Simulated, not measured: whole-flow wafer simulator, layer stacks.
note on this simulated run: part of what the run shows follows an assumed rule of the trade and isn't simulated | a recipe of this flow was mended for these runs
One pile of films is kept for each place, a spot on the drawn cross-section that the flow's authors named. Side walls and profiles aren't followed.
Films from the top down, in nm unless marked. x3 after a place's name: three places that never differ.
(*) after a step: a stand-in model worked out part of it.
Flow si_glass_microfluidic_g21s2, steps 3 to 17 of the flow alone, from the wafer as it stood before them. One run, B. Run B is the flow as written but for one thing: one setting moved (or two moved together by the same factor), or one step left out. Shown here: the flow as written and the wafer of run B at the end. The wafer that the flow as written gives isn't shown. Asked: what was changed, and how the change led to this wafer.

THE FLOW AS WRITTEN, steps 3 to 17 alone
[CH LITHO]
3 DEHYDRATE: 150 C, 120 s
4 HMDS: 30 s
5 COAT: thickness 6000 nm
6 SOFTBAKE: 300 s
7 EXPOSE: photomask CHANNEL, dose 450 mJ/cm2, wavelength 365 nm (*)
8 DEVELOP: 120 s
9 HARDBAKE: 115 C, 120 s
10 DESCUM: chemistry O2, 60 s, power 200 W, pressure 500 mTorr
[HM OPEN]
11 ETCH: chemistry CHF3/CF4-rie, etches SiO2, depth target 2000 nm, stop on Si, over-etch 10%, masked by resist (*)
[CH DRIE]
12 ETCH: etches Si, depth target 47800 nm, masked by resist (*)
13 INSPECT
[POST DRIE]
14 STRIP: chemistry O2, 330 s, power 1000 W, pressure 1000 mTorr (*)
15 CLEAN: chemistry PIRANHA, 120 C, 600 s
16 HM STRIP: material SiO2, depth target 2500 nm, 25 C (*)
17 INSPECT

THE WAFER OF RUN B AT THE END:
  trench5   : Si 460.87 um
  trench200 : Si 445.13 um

The cause: step 5, COAT: thickness 5437 nm was run, where the flow has thickness 6000 nm.

How the change led to this, step by step:
  5 COAT: thickness 6000 nm
      land, trench20, trench5, trench200: thick-i-line-resist +5437 (new film) (as written it would be: thick-i-line-resist +6000 (new film))
  8 DEVELOP: 120 s
      trench20, trench5, trench200: thick-i-line-resist -5437 (all of it) (as written it would be: thick-i-line-resist -6000 (all of it))
  9 HARDBAKE: 115 C, 120 s
      land: thick-i-line-resist -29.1 (as written it would be: thick-i-line-resist -33.5)
  12 ETCH: etches Si, depth target 47800 nm, masked by resist (*)
      trench5: Si -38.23 um (as written it would be: Si -38.09 um)
      trench200: Si -53.97 um (as written it would be: Si -54.08 um)
  14 STRIP: chemistry O2, 330 s, power 1000 W, pressure 1000 mTorr (*)
      land: thick-i-line-resist -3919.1 (all of it) (as written it would be: thick-i-line-resist -4476.3 (all of it))
